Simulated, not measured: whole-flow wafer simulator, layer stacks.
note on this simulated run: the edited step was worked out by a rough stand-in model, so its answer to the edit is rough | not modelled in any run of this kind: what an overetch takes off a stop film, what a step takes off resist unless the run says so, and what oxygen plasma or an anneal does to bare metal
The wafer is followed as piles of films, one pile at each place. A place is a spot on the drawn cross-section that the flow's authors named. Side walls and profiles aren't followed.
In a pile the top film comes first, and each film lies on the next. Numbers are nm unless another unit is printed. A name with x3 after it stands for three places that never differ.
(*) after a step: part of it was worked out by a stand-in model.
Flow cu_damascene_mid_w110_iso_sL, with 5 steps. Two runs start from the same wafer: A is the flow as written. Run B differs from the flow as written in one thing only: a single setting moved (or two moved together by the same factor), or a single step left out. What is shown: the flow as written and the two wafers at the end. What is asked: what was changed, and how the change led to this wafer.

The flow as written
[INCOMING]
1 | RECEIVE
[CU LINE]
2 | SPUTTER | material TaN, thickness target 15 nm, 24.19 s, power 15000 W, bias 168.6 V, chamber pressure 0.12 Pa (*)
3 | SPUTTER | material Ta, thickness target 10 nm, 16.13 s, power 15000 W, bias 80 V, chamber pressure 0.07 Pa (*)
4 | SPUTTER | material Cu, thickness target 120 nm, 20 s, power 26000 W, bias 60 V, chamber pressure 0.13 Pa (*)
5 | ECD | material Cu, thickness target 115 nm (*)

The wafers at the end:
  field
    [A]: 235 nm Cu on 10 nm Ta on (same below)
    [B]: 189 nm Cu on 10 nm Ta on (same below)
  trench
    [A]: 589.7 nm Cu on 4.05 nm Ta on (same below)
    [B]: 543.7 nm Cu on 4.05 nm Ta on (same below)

The reason: step 5, ECD: thickness target 69 nm was run, whereas the flow has thickness target 115 nm.

The path from the change to this, step by step:
  5 | ECD | material Cu, thickness target 115 nm (*)
      field: A +115 Cu | B +69 Cu
      trench: A +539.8 Cu | B +493.8 Cu
